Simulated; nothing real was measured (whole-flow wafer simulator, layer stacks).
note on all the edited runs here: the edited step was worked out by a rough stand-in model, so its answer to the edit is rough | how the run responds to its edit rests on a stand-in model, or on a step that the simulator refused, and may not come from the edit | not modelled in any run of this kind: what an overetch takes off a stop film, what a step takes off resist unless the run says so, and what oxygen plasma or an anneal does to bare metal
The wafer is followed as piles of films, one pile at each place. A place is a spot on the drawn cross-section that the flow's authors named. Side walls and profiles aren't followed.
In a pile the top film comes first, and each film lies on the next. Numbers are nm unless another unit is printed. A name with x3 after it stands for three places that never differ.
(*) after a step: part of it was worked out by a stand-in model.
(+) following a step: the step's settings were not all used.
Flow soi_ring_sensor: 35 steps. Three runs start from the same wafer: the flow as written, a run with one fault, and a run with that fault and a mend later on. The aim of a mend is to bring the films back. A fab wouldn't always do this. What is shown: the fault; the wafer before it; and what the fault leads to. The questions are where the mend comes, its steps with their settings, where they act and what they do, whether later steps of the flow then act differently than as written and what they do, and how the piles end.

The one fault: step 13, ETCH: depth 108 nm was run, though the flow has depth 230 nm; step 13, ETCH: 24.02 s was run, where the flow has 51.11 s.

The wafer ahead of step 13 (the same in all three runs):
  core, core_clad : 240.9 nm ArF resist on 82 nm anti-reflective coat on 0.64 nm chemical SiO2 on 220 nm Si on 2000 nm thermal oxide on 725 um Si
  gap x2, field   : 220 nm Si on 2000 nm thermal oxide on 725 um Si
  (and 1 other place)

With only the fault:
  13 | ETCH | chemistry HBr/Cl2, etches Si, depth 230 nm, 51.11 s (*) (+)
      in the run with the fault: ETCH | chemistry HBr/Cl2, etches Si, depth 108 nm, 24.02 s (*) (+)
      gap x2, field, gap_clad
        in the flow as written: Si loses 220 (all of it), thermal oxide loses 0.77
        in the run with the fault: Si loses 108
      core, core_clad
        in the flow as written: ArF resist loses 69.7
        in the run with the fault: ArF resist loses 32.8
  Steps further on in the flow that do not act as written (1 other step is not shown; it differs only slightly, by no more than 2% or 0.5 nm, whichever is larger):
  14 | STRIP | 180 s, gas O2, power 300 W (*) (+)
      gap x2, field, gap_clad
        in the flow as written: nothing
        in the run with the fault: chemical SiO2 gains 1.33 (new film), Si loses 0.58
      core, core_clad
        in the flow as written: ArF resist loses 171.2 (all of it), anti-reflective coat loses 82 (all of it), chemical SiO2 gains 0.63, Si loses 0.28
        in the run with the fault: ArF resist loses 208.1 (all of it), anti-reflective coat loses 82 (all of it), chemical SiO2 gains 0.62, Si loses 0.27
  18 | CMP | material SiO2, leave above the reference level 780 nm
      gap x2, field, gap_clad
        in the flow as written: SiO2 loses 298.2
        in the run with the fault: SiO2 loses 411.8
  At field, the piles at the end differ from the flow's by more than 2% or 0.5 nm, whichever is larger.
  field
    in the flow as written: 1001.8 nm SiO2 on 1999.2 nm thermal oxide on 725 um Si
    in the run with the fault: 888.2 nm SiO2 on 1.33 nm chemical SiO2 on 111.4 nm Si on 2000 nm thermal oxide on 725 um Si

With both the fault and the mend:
  After step 13 comes the mend.
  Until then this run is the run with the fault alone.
  13a | ETCH | chemistry HBr/Cl2, etches Si, depth 122 nm, 27.11 s (*) (+) (the flow's step 13 again, with other settings)
      gap x2, field, gap_clad
        Si loses 112 (all of it), thermal oxide loses 0.77
      core, core_clad
        ArF resist loses 37
  None of the later steps of the flow acts differently than as written at any place that is followed.
  At every place that both follow, the piles at the end match the flow's.
